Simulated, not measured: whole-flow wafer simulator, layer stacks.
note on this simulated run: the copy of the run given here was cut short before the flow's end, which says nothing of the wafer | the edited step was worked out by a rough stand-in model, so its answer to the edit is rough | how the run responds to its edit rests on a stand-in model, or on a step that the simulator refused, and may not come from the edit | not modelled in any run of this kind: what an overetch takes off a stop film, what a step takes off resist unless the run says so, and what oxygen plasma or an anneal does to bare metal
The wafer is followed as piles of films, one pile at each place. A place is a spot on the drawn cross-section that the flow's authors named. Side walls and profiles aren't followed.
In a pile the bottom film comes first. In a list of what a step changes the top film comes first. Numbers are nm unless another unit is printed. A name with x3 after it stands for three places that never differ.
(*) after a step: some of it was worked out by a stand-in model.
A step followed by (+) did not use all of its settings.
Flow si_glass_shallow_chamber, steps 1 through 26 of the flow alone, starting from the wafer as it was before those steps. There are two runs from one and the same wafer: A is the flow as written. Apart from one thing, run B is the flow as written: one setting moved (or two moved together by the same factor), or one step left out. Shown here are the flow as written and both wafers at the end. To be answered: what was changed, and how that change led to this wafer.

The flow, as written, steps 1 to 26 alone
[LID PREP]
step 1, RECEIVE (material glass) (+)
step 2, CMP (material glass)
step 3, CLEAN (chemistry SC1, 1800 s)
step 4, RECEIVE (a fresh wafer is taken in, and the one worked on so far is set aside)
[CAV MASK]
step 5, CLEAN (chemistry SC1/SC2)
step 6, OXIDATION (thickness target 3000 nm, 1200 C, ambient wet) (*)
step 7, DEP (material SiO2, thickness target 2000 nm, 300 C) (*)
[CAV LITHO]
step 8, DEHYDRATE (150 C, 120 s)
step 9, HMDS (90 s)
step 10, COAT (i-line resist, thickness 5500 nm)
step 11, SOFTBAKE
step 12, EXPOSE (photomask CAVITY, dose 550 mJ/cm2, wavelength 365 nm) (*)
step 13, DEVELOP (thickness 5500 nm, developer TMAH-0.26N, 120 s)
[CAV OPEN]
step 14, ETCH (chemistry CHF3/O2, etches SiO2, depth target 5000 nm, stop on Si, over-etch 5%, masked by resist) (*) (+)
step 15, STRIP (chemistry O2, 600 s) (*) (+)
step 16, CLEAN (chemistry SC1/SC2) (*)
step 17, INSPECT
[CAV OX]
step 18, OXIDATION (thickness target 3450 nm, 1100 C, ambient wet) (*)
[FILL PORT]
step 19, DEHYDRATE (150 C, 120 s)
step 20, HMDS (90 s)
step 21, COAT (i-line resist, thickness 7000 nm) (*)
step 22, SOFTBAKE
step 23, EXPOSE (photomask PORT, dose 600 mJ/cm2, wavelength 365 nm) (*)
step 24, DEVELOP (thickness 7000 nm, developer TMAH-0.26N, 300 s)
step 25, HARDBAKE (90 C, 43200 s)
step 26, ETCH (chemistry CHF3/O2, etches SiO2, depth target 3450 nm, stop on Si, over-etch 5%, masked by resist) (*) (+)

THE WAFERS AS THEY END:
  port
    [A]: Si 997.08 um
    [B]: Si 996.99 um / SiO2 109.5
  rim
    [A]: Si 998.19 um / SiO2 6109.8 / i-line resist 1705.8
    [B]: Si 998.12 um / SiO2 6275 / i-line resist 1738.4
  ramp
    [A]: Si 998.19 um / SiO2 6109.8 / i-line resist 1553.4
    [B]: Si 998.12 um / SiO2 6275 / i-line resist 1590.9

The reason: step 18, OXIDATION: thickness target 3732 nm was run, though the flow has thickness target 3450 nm.

How this came from the change, step by step:
  step 18, OXIDATION (thickness target 3450 nm, 1100 C, ambient wet) (*)
      rim, ramp, septum, ring: A +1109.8 SiO2, -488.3 Si | B +1275 SiO2, -561 Si
      cav, port: A +3450 SiO2 (new film), -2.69 chemical SiO2 (all of it), -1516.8 Si | B +3732 SiO2 (new film), -2.69 chemical SiO2 (all of it), -1640.9 Si
  step 25, HARDBAKE (90 C, 43200 s)
      ramp: A -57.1 i-line resist | B -58.4 i-line resist
  step 26, ETCH (chemistry CHF3/O2, etches SiO2, depth target 3450 nm, stop on Si, over-etch 5%, masked by resist) (*) (+)
      port: A -3450 SiO2 (all of it), -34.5 Si | B -3622.5 SiO2
